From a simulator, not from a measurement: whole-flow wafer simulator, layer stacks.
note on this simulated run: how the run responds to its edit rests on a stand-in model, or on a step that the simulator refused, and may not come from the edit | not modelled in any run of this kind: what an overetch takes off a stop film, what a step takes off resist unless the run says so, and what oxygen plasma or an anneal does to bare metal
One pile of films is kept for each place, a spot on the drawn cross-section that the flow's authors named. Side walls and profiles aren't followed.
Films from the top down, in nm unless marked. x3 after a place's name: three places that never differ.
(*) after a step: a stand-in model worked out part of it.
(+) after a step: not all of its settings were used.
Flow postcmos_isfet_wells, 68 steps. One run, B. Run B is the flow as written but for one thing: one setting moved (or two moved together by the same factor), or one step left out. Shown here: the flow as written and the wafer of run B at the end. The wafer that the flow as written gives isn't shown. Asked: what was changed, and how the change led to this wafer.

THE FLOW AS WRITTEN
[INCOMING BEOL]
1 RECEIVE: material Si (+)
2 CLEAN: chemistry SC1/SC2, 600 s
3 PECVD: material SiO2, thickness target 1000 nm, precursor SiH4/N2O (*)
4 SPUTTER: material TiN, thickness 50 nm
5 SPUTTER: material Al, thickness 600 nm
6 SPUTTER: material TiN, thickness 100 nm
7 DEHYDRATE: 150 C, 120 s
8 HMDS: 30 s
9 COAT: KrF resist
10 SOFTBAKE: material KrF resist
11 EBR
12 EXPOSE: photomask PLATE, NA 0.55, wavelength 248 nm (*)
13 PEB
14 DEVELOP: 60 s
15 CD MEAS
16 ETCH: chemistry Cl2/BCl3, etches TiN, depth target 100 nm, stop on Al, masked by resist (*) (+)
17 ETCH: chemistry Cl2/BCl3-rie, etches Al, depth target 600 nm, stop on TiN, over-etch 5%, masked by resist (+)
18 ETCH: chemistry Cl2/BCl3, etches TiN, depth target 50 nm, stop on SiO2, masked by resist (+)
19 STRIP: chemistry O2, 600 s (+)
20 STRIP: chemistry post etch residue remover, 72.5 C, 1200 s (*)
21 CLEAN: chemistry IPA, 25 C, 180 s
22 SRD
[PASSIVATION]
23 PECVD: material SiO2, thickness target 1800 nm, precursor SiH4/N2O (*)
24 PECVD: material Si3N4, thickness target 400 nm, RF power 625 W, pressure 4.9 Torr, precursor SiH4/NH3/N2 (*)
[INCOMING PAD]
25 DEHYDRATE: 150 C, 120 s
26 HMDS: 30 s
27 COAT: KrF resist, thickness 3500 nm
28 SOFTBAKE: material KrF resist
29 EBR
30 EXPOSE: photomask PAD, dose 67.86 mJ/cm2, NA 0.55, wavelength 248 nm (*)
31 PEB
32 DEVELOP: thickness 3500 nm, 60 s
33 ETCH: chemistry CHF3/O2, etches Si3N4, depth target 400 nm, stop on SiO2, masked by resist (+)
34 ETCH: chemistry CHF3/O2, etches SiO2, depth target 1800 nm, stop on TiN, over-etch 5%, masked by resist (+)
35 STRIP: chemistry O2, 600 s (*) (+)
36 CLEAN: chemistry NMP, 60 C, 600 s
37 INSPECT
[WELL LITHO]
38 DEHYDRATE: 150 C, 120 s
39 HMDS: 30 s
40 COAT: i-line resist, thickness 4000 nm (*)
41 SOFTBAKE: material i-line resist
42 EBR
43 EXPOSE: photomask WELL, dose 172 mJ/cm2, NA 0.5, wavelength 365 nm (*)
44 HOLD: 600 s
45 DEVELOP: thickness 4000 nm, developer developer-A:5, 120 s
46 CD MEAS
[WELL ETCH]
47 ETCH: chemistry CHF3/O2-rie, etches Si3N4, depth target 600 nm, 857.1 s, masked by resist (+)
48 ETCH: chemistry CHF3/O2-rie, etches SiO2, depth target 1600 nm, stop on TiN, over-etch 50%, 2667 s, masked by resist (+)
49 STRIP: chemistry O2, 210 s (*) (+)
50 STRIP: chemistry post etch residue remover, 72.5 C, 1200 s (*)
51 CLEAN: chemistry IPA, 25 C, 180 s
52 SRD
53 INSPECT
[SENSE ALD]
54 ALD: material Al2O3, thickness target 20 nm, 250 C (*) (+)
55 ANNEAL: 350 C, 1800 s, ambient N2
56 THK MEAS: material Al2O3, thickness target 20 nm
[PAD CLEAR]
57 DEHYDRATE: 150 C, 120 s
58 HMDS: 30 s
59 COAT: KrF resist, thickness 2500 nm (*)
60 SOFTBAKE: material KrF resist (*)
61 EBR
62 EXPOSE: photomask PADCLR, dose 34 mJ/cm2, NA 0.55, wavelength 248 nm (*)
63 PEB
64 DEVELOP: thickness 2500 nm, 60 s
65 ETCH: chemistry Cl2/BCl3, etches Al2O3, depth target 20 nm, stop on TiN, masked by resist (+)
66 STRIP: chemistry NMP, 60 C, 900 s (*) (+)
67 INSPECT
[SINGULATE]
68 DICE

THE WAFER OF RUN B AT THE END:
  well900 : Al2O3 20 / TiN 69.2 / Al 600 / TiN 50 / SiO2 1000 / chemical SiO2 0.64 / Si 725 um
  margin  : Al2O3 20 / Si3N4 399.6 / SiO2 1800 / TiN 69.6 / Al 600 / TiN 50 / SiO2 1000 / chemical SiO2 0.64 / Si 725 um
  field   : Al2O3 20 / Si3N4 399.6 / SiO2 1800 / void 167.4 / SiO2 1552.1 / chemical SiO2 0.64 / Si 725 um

The cause: step 6, SPUTTER: thickness 70 nm was run, where the flow has thickness 100 nm.

How the change led to this, step by step:
  6 SPUTTER: material TiN, thickness 100 nm
      field, margin, well900, well1300 x3, pad_rim, pad_clr, pad_open: TiN +70 (new film) (as written it would be: TiN +100 (new film))
  16 ETCH: chemistry Cl2/BCl3, etches TiN, depth target 100 nm, stop on Al, masked by resist (*) (+)
      field: TiN -70 (all of it) (as written it would be: TiN -100 (all of it))
  23 PECVD: material SiO2, thickness target 1800 nm, precursor SiH4/N2O (*)
      field: SiO2 +1800 (new film), void +167.4 (new film), SiO2 +552.1 (as written it would be: SiO2 +1800 (new film), void +189.9 (new film), SiO2 +559.7)
